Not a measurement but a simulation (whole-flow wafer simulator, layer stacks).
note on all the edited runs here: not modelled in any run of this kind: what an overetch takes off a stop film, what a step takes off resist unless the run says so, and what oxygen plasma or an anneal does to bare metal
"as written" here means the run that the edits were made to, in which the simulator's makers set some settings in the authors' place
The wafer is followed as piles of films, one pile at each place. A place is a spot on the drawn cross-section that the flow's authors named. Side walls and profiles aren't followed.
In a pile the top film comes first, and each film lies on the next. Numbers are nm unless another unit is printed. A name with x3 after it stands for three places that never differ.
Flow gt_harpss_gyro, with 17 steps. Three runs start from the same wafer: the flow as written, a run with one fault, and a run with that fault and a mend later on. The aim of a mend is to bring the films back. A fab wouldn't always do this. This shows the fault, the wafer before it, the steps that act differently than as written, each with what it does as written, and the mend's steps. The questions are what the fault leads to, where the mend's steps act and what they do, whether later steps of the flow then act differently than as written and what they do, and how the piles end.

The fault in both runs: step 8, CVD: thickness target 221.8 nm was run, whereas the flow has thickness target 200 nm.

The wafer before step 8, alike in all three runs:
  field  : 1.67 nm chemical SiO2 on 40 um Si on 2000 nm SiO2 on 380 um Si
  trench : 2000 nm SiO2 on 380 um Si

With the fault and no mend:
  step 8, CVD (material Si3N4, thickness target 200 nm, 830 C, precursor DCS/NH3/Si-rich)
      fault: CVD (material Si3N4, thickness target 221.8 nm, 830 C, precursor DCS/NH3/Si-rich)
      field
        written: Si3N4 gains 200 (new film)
        fault: Si3N4 gains 221.8 (new film)
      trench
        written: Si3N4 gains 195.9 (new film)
        fault: Si3N4 gains 217.2 (new film)
  Every later step of the flow that is run acts as written at every place that is followed.
  At field, trench, the piles at the end differ from the flow's by more than 2% or 0.5 nm, whichever is larger.
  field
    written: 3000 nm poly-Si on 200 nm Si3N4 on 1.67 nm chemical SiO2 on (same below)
    fault: 3000 nm poly-Si on 221.8 nm Si3N4 on 1.67 nm chemical SiO2 on (same below)
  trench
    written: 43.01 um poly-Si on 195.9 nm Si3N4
    fault: 43.01 um poly-Si on 217.2 nm Si3N4

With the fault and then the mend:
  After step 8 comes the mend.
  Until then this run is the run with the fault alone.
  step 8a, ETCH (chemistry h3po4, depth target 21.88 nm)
      field, trench
        Si3N4 loses 21.9
  Every later step of the flow that is run acts as written at every place that is followed.
  At the end the piles are close to the flow's at the places that both follow, differing by at most 2% or 0.5 nm, whichever is larger.
